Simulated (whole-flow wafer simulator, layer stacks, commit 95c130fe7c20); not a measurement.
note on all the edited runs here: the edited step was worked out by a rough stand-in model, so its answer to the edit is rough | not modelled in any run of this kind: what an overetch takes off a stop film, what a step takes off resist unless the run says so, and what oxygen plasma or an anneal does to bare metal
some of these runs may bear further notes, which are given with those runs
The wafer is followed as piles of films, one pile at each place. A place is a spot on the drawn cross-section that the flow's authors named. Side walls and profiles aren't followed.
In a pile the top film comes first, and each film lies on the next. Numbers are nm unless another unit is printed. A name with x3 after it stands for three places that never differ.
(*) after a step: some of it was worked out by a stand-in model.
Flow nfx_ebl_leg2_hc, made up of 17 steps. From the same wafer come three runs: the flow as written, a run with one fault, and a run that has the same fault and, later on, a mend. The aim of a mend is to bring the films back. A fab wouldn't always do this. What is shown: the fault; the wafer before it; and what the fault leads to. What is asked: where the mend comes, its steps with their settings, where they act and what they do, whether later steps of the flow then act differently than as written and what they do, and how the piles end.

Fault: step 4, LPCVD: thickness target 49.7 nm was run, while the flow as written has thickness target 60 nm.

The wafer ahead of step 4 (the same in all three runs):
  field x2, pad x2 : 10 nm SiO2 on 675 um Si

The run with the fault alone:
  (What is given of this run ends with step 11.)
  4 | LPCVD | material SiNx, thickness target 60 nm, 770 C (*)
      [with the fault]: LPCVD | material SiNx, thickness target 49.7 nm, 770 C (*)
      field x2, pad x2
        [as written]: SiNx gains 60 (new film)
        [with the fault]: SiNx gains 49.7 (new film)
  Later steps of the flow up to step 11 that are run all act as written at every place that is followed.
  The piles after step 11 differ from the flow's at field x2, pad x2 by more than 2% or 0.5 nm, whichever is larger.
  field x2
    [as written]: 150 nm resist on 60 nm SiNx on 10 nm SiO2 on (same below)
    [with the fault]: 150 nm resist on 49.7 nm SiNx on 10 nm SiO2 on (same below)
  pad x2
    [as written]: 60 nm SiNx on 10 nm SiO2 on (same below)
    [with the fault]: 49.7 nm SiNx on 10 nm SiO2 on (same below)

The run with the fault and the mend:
  The mend stands after step 5.
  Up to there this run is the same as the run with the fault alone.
  5a | ETCH | chemistry h3po4, depth target 57.16 nm
      field x2, pad x2
        SiNx loses 49.7 (all of it)
  5b | CLEAN | chemistry SC1/SC2 (a further turn of the flow's step 2)
      alters no film at any place that is followed
  5c | LPCVD | material SiNx, thickness target 60 nm, 770 C (*) (a further turn of the flow's step 4)
      field x2, pad x2
        SiNx gains 60 (new film)
  Later steps of the flow that are run all act as written at every place that is followed.
  By the end, the piles equal the flow's at every place that both follow.
